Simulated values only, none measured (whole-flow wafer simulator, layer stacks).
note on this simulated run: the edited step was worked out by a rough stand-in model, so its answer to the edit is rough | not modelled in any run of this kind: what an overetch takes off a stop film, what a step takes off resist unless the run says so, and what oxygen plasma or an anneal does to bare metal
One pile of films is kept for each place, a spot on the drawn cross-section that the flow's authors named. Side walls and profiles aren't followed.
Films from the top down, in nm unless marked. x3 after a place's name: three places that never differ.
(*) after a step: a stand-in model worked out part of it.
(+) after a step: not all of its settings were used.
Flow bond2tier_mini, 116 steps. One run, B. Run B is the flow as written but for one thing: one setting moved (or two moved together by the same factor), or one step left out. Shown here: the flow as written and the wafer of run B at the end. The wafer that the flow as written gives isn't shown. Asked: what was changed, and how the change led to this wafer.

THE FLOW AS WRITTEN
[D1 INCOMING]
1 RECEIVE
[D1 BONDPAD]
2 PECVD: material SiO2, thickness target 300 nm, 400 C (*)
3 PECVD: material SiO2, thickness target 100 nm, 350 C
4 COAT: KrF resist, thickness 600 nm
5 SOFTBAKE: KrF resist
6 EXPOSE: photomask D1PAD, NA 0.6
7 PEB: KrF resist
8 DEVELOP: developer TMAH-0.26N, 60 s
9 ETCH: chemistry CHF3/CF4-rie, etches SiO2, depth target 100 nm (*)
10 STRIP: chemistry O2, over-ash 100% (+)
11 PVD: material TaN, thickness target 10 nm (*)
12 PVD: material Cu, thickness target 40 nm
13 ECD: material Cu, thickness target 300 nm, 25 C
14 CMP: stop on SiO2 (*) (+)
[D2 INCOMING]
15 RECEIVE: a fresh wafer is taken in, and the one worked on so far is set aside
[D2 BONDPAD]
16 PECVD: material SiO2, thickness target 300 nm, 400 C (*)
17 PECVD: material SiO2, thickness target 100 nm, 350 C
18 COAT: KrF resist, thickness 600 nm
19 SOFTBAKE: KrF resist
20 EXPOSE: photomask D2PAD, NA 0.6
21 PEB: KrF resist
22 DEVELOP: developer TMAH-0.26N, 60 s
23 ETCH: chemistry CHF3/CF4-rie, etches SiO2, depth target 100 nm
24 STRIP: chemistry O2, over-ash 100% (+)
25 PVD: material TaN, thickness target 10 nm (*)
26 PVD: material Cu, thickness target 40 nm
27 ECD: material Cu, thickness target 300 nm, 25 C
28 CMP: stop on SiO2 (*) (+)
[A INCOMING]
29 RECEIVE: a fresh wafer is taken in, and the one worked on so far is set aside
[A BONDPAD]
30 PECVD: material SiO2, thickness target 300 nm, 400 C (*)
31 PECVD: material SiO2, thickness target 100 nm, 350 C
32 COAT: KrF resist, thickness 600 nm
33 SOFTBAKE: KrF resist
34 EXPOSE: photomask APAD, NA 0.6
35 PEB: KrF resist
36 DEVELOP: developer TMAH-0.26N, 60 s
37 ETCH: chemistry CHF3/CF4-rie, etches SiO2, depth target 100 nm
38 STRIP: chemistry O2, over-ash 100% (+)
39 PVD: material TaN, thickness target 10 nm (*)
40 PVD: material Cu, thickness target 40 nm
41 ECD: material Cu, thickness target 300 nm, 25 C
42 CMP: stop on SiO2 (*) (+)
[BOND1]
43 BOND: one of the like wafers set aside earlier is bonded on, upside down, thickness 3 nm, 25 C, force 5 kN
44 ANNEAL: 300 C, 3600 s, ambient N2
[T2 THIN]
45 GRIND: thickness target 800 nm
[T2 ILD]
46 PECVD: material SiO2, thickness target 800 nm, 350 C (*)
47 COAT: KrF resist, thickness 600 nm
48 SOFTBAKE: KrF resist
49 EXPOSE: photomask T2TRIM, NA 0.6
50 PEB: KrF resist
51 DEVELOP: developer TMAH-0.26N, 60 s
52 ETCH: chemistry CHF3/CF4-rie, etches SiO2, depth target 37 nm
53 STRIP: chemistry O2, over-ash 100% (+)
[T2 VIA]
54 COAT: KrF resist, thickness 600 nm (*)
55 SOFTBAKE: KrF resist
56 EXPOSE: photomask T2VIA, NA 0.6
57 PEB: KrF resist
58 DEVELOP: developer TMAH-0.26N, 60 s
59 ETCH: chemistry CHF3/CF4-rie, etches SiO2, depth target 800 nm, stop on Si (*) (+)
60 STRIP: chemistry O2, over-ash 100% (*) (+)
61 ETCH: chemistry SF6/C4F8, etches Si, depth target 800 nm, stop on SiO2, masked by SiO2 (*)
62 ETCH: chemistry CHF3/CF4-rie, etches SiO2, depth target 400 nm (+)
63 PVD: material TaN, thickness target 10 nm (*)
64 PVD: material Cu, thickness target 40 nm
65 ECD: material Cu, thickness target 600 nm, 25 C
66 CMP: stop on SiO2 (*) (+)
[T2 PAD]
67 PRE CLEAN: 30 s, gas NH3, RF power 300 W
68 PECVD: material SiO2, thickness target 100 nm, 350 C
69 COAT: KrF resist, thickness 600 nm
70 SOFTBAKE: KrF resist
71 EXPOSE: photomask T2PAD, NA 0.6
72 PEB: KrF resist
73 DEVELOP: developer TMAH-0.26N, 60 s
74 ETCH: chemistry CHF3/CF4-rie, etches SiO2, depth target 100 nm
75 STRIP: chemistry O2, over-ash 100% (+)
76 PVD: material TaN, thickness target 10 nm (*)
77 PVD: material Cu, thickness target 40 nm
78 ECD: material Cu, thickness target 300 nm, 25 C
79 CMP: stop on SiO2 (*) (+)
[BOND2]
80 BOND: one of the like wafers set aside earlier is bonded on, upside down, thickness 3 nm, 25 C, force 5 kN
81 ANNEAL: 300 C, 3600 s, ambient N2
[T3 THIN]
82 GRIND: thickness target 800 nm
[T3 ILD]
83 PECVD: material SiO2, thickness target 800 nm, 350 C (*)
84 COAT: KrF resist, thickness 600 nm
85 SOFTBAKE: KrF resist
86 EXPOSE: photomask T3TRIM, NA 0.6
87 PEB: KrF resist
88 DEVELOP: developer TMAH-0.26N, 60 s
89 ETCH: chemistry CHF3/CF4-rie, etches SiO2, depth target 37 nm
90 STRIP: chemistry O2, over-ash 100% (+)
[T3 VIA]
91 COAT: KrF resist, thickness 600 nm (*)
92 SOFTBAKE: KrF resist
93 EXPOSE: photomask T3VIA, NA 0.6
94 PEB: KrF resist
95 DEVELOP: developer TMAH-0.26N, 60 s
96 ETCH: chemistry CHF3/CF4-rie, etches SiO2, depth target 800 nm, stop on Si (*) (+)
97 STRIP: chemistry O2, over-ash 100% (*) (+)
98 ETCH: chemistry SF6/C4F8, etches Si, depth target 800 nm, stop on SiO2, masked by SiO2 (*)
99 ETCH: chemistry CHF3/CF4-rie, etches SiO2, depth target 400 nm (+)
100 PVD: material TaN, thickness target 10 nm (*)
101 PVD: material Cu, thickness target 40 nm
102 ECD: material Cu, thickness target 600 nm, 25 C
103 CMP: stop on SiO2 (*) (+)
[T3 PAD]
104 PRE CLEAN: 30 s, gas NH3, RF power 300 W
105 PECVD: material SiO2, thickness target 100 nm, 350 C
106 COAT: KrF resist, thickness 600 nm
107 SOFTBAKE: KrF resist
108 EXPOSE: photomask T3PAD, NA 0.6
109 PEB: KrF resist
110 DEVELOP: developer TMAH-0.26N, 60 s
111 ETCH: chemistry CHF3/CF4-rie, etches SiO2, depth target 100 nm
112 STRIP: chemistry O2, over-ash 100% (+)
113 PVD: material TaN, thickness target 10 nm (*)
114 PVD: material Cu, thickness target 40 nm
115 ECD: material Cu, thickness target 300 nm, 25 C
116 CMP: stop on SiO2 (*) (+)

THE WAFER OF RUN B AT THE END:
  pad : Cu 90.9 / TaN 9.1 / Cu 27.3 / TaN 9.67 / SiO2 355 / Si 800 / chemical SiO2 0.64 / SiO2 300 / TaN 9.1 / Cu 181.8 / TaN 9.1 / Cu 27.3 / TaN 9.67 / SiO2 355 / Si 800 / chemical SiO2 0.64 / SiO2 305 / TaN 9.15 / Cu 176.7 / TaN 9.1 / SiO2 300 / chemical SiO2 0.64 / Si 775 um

The cause: step 9, ETCH: depth target 95 nm was run, where the flow has depth target 100 nm.

How the change led to this, step by step:
  9 ETCH: chemistry CHF3/CF4-rie, etches SiO2, depth target 100 nm (*)
      pad, via: SiO2 -95 (as written it would be: SiO2 -100)
      field: KrF resist -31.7 (as written it would be: KrF resist -33.3)
  43 BOND: one of the like wafers set aside earlier is bonded on, upside down, thickness 3 nm, 25 C, force 5 kN
      pad: Si +775 um (new film), chemical SiO2 +0.64 (new film), SiO2 +305 (new film), TaN +9.15 (new film), Cu +85.9 (as written it would be: Si +775 um (new film), chemical SiO2 +0.64 (new film), SiO2 +300 (new film), TaN +9.1 (new film), Cu +90.9)
      via: Si +775 um (new film), chemical SiO2 +0.64 (new film), SiO2 +305 (new film), TaN +9.98 (new film), Cu +85 (as written it would be: Si +775 um (new film), chemical SiO2 +0.64 (new film), SiO2 +300 (new film), TaN +9.97 (new film), Cu +90)
